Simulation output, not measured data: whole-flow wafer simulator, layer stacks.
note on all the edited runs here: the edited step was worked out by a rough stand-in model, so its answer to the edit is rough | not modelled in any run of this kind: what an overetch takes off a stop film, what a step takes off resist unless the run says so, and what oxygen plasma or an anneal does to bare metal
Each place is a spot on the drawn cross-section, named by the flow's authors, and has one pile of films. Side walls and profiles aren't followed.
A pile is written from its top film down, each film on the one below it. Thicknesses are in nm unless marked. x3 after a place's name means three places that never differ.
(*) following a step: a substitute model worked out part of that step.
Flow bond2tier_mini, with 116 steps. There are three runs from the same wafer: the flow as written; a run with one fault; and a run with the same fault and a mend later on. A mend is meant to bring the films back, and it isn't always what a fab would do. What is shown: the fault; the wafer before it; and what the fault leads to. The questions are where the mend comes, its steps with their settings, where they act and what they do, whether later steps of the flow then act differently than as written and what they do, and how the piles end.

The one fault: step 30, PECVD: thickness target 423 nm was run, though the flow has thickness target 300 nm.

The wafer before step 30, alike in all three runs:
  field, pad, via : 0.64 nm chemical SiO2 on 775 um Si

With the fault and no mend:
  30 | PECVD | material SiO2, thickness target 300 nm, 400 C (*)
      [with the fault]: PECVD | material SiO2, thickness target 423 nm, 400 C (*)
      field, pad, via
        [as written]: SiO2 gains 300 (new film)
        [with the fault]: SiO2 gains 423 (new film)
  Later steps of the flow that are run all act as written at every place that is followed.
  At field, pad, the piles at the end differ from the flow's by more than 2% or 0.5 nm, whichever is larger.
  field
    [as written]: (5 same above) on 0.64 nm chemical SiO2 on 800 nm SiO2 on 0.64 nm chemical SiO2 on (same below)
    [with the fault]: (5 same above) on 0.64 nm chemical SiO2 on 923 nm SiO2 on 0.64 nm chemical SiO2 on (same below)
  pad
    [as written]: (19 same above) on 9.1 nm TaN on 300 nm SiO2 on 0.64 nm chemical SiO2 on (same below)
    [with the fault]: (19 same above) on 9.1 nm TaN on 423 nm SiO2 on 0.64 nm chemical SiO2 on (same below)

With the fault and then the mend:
  The mend stands after step 30.
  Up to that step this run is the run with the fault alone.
  30a | ETCH | chemistry CHF3/CF4-rie, etches SiO2, depth target 123 nm (the flow's step 9, run once more with other settings)
      field, pad, via
        SiO2 loses 123
  Later steps of the flow that are run all act as written at every place that is followed.
  By the end, the piles equal the flow's at every place that both follow.
